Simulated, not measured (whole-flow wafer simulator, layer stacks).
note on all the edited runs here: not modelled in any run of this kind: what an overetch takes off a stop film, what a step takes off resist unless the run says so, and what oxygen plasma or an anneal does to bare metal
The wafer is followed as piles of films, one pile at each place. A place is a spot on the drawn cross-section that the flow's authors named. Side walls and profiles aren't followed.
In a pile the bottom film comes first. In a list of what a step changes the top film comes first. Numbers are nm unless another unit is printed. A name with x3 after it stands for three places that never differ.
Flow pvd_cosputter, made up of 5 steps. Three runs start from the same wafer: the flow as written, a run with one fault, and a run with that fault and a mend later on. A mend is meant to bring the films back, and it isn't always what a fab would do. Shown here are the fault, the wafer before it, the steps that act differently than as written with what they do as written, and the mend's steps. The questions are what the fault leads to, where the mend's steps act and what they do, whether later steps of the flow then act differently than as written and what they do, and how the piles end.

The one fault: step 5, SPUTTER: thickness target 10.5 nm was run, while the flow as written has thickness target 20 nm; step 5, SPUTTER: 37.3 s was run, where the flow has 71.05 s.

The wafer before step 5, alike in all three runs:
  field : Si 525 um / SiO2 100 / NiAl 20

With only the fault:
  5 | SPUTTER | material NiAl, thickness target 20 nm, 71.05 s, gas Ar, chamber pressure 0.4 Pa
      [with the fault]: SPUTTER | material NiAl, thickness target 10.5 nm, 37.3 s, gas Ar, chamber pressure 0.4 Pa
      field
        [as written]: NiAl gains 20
        [with the fault]: NiAl gains 10.5
  None of the later steps of the flow acts differently than as written at any place that is followed.
  The piles end different from the flow's at field by more than 2% or 0.5 nm, whichever is larger.
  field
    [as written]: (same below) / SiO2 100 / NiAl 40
    [with the fault]: (same below) / SiO2 100 / NiAl 30.5

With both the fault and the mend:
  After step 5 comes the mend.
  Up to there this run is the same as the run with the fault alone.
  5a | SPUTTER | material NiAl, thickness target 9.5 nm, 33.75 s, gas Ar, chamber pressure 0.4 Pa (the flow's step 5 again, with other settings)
      field
        NiAl gains 9.5
  None of the later steps of the flow acts differently than as written at any place that is followed.
  By the end, the piles equal the flow's at every place that both follow.
